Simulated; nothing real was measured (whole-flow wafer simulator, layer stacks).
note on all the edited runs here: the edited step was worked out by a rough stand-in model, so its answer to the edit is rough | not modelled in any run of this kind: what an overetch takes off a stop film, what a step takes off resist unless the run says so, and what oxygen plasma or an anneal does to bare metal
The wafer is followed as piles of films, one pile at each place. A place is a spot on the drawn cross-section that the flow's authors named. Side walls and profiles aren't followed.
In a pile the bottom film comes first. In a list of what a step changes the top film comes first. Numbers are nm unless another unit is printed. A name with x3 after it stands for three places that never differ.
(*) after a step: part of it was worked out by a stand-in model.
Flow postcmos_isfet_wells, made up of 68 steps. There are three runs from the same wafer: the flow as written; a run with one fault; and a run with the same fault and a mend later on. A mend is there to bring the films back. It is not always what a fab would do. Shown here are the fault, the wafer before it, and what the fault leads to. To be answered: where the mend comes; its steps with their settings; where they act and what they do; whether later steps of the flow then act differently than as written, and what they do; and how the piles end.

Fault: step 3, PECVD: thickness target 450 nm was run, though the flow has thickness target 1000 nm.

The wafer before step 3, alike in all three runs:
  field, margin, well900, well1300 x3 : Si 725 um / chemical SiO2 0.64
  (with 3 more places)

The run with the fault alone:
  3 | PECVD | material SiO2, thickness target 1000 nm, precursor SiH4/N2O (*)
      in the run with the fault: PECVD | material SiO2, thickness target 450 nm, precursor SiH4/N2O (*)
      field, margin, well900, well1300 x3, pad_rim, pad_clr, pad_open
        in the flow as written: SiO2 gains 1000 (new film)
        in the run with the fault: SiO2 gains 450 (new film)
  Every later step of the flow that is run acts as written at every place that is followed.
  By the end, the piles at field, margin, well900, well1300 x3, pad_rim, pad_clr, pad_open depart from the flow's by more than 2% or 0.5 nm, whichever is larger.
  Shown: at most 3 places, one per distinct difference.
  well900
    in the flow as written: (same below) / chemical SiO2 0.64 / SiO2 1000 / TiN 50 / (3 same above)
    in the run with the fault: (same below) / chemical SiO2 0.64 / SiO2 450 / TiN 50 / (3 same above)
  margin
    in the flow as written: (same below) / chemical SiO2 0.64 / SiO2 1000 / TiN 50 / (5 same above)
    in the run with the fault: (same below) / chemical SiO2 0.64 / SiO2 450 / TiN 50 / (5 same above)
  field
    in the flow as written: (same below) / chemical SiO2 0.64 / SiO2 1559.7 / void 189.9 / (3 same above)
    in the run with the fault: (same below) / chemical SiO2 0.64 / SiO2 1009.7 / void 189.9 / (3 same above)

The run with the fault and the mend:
  After step 3 comes the mend.
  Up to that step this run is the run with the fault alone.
  3a | PECVD | material SiO2, thickness target 550 nm, precursor SiH4/N2O (*) (a further turn of the flow's step 3, with different settings)
      field, margin, well900, well1300 x3, pad_rim, pad_clr, pad_open
        SiO2 gains 550
  Every later step of the flow that is run acts as written at every place that is followed.
  At every place that both follow, the piles at the end match the flow's.
